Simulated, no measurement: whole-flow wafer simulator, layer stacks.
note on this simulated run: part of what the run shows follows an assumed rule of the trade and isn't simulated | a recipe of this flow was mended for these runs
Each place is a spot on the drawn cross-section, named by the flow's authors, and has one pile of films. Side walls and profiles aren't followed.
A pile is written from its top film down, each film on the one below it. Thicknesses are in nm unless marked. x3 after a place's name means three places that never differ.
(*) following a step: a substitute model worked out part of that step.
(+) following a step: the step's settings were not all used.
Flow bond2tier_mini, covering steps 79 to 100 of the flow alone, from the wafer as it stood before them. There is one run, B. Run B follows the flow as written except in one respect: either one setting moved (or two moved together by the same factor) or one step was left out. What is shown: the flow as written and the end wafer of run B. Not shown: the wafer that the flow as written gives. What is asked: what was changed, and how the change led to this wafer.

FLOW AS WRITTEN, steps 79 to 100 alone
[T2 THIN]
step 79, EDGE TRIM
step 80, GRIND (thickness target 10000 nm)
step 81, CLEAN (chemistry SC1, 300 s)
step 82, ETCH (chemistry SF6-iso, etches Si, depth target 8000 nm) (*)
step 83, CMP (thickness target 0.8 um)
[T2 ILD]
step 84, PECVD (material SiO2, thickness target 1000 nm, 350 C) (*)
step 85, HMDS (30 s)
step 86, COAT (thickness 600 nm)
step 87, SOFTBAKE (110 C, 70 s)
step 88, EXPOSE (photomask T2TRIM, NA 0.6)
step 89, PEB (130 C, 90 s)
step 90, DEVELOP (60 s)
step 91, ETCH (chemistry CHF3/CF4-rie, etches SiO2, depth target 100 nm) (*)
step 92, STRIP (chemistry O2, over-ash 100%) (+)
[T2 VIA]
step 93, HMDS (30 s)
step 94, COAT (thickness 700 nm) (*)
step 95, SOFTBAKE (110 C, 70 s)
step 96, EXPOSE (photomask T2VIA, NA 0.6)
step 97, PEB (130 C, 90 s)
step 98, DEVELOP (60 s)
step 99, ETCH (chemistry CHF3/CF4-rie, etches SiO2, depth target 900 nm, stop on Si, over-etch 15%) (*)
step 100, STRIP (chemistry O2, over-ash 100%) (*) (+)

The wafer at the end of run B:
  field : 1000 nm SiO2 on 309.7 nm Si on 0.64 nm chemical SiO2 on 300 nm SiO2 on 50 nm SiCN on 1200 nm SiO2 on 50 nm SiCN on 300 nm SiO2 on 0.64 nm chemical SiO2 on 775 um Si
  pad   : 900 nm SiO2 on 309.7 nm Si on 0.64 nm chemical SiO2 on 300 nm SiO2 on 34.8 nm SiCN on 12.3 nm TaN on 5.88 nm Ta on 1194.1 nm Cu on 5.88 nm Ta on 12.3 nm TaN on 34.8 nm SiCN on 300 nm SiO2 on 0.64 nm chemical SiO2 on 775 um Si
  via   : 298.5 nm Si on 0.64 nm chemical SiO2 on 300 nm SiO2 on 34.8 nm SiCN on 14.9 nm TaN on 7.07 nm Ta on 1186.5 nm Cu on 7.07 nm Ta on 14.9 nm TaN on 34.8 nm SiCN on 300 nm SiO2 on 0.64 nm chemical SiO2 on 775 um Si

What caused this: step 82, ETCH: depth target 9690 nm was run, while the flow as written has depth target 8000 nm.

The path from the change to this, step by step:
  step 82, ETCH (chemistry SF6-iso, etches Si, depth target 8000 nm) (*)
      field, pad, via: -0.6 chemical SiO2 (all of it), -9690 Si (as written it would have been: -0.6 chemical SiO2 (all of it), -8000 Si)
  step 83, CMP (thickness target 0.8 um)
      field, pad, via: nothing (as written it would have been: -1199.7 Si)
